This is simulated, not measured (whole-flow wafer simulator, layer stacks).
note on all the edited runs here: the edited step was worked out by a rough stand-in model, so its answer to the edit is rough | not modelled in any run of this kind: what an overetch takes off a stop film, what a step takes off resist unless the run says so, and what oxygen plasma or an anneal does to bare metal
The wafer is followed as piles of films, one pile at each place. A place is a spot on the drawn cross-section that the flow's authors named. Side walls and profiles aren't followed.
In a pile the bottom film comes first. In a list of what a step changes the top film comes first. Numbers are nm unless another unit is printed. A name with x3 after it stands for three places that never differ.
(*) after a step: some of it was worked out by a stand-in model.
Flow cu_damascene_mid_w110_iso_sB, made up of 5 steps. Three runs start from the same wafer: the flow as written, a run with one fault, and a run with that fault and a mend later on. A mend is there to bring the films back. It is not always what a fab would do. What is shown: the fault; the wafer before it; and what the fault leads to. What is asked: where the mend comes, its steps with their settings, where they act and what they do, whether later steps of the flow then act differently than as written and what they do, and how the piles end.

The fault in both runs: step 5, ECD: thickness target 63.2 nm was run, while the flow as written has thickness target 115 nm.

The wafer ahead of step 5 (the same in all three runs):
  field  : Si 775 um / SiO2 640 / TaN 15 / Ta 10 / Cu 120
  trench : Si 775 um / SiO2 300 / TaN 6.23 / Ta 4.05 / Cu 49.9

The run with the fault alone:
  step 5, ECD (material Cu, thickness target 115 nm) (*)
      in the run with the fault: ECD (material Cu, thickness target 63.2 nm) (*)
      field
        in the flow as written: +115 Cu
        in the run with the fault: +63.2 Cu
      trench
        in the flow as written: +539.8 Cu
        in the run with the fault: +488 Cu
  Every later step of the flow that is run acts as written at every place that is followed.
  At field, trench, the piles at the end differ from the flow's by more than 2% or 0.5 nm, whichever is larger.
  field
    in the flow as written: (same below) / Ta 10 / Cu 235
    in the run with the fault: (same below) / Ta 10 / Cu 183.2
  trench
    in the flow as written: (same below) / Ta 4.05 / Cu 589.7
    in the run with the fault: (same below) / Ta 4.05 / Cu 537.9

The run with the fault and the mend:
  The mend stands after step 5.
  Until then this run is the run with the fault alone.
  step 5a, ECD (material Cu, thickness target 51.8 nm) (the flow's step 5, run once more with other settings)
      field, trench
        +51.8 Cu
  Every later step of the flow that is run acts as written at every place that is followed.
  The piles end the same as the flow's at every place that both follow.
